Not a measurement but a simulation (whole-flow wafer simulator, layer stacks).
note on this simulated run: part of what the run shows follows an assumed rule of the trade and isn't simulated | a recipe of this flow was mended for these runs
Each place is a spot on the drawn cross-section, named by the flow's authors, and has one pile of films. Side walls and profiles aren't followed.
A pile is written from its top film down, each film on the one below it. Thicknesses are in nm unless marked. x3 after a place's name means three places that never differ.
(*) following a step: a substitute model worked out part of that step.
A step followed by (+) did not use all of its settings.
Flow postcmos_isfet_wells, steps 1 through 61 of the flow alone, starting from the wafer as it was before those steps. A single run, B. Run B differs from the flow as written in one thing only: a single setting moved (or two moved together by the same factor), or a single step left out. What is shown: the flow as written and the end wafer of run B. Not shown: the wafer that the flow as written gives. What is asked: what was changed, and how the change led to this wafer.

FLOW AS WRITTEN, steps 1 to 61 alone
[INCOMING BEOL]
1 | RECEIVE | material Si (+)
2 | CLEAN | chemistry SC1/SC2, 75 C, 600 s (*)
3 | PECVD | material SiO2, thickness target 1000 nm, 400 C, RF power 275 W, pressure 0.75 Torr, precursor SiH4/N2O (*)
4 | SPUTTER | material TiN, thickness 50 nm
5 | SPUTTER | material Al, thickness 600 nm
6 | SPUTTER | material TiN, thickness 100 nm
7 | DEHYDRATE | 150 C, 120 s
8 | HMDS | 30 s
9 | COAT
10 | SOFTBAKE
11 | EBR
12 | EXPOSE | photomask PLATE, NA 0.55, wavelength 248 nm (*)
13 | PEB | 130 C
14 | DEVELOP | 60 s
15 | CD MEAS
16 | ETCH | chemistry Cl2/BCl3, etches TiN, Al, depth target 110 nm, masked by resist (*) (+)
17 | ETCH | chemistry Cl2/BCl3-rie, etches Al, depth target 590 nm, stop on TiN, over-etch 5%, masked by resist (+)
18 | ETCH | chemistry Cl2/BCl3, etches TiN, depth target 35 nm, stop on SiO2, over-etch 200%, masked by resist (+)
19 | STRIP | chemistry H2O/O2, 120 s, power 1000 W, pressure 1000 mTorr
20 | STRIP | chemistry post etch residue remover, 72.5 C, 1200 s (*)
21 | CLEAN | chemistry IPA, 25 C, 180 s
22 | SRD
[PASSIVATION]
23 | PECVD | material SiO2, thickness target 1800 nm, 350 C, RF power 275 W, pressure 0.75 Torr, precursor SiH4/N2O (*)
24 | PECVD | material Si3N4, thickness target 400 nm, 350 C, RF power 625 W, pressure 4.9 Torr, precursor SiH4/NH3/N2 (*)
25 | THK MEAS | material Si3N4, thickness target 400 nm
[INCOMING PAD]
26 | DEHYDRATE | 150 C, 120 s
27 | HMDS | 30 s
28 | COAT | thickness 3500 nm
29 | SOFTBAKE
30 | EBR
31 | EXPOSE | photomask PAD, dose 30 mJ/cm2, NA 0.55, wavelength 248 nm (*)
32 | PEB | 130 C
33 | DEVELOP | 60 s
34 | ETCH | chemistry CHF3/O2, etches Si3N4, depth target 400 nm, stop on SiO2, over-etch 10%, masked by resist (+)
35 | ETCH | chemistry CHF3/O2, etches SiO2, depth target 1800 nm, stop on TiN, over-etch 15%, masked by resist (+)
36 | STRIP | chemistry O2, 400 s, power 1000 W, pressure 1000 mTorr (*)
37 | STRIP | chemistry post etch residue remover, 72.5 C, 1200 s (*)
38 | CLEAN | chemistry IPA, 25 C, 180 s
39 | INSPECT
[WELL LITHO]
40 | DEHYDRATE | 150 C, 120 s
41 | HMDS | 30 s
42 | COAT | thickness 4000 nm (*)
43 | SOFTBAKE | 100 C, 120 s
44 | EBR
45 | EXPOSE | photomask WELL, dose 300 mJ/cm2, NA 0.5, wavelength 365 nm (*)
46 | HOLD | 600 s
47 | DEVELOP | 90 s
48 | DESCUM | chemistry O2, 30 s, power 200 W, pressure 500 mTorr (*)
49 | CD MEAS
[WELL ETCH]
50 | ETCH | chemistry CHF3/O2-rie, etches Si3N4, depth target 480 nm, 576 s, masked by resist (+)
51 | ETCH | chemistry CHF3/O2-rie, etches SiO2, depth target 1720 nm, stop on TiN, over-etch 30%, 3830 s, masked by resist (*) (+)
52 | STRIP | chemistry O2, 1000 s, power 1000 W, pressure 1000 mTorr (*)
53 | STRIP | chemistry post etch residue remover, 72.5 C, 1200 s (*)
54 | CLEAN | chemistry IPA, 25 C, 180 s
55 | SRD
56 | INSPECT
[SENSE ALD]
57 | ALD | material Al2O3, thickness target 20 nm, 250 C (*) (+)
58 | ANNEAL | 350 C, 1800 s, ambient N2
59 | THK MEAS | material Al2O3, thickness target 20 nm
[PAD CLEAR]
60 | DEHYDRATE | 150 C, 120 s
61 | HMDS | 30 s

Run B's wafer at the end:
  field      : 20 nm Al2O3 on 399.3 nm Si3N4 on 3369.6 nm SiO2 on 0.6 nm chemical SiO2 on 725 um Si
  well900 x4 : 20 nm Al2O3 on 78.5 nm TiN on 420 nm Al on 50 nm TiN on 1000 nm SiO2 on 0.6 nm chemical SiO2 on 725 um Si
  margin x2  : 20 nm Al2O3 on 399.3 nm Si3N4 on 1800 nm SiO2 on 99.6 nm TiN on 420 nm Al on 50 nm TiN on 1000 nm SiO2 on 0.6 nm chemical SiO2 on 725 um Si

What caused this: step 5, SPUTTER: thickness 420 nm was run, whereas the flow has thickness 600 nm.
One can read it off the wafer: well900 x4 has Al 420, and step 5 as written asks for 600 nm.

How this came from the change, step by step:
  5 | SPUTTER | material Al, thickness 600 nm
      field, margin x2, well900 x4, pad_clr, pad_open: +420 Al (new film) (as written it would have been: +600 Al (new film))
  17 | ETCH | chemistry Cl2/BCl3-rie, etches Al, depth target 590 nm, stop on TiN, over-etch 5%, masked by resist (+)
      field: -410 Al (all of it), -50 TiN (all of it), -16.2 SiO2 (as written it would have been: -590 Al (all of it), -18.4 TiN)
      margin x2, well900 x4, pad_clr, pad_open: -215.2 thick-KrF-resist (as written it would have been: -309.8 thick-KrF-resist)
  18 | ETCH | chemistry Cl2/BCl3, etches TiN, depth target 35 nm, stop on SiO2, over-etch 200%, masked by resist (+)
      field: -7 SiO2 (as written it would have been: -31.6 TiN (all of it), -14.7 SiO2)
      margin x2, well900 x4, pad_clr, pad_open: -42 thick-KrF-resist (as written it would have been: -37.9 thick-KrF-resist)
  19 | STRIP | chemistry H2O/O2, 120 s, power 1000 W, pressure 1000 mTorr
      margin x2, well900 x4, pad_clr, pad_open: -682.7 thick-KrF-resist (all of it) (as written it would have been: -592.4 thick-KrF-resist (all of it))
  23 | PECVD | material SiO2, thickness target 1800 nm, 350 C, RF power 275 W, pressure 0.75 Torr, precursor SiH4/N2O (*)
      field: +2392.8 SiO2 (as written it would have been: +1800 SiO2 (new film), +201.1 void (new film), +563.2 SiO2)
